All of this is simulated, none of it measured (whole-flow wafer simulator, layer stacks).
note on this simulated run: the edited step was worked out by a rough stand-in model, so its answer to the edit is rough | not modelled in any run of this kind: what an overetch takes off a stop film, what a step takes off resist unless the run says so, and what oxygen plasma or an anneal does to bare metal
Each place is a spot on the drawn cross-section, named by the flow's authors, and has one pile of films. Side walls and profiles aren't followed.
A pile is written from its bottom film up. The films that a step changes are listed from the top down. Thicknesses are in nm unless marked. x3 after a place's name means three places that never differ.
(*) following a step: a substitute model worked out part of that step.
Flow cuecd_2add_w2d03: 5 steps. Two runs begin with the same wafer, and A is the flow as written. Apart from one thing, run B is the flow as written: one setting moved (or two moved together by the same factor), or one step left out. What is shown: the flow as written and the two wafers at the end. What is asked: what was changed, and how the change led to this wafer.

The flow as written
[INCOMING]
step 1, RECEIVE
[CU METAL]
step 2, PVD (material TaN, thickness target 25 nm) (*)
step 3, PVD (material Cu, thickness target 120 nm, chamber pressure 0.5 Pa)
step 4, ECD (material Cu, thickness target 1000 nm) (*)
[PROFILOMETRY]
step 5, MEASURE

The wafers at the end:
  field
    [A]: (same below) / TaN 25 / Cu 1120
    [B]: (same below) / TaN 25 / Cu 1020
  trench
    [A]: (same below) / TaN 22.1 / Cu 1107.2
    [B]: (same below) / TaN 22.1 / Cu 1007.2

What caused this: step 4, ECD: thickness target 900 nm was run, while the flow as written has thickness target 1000 nm.

How this came from the change, step by step:
  step 4, ECD (material Cu, thickness target 1000 nm) (*)
      field, trench: A Cu gains 1000 | B Cu gains 900
